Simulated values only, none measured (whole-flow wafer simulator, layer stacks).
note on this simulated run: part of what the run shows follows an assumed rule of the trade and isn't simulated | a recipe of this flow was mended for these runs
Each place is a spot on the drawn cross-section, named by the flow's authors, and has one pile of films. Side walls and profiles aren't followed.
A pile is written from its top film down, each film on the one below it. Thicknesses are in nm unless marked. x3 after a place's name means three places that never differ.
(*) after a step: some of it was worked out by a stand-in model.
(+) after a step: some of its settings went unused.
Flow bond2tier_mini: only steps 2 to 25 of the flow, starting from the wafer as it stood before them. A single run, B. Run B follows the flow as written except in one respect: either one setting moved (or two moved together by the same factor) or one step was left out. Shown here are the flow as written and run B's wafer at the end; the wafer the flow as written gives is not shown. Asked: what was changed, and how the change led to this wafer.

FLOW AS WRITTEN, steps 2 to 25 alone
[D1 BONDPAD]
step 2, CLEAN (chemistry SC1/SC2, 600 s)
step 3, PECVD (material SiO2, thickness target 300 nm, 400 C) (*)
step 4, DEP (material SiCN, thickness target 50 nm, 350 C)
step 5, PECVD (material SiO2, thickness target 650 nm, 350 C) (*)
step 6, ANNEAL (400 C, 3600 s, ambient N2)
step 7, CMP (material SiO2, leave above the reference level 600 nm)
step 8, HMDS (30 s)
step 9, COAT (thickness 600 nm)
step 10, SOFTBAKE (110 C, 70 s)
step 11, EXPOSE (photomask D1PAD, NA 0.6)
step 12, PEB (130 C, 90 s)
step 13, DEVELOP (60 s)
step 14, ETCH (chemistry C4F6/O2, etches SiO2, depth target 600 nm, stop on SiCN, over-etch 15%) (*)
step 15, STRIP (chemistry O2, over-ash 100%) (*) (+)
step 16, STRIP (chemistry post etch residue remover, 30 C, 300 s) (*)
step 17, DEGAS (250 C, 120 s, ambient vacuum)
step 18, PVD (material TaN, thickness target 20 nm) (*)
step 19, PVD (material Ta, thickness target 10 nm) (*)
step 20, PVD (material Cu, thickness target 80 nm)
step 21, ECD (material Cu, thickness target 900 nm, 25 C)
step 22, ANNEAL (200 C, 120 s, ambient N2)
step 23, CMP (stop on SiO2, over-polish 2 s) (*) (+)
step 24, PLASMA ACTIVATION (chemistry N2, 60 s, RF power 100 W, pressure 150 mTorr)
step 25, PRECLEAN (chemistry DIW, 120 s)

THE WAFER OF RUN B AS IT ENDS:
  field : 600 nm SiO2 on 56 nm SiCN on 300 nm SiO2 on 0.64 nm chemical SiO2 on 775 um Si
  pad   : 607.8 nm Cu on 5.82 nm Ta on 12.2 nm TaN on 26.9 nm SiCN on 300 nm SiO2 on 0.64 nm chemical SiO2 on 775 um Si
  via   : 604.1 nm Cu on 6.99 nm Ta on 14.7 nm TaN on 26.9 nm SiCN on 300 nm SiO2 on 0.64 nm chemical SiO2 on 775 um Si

The reason: step 4, DEP: thickness target 56 nm was run, though the flow has thickness target 50 nm; step 14, ETCH: depth target 672 nm was run, where the flow has depth target 600 nm.
The wafer itself shows it: field has SiCN 56, and step 4 as written asks for 50 nm.

Step by step, how the change led to this:
  step 4, DEP (material SiCN, thickness target 50 nm, 350 C)
      field, pad, via: SiCN gains 56 (new film) (as written it would have been: SiCN gains 50 (new film))
  step 14, ETCH (chemistry C4F6/O2, etches SiO2, depth target 600 nm, stop on SiCN, over-etch 15%) (*)
      pad, via: SiO2 loses 600 (all of it), SiCN loses 29.1 (as written it would have been: SiO2 loses 600 (all of it), SiCN loses 15.2)
      field: thick-KrF-resist loses 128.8 (as written it would have been: thick-KrF-resist loses 115)
  step 15, STRIP (chemistry O2, over-ash 100%) (*) (+)
      field: thick-KrF-resist loses 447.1 (all of it) (as written it would have been: thick-KrF-resist loses 460.9 (all of it))
